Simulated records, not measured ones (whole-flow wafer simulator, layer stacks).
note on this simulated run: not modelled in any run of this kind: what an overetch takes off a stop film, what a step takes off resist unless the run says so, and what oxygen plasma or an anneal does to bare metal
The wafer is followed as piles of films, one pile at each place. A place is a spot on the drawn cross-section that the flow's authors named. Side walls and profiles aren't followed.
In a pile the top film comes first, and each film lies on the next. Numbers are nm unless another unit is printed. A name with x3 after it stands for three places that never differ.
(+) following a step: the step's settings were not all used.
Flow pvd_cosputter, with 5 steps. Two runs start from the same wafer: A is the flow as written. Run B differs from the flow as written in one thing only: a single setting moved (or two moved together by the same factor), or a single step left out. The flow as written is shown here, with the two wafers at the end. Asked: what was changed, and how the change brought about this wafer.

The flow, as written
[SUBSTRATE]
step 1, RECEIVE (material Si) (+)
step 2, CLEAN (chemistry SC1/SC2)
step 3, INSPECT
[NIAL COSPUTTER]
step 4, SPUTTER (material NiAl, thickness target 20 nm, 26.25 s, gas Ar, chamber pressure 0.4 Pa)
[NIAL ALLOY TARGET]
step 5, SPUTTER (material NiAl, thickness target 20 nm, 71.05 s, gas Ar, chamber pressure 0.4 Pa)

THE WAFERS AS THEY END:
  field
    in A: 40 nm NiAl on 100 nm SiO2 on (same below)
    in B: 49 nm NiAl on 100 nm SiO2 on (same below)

What caused this: step 4, SPUTTER: thickness target 29 nm was run, whereas the flow has thickness target 20 nm.

Step by step, how the change led to this:
  step 4, SPUTTER (material NiAl, thickness target 20 nm, 26.25 s, gas Ar, chamber pressure 0.4 Pa)
      field: A +20 NiAl (new film) | B +29 NiAl (new film)
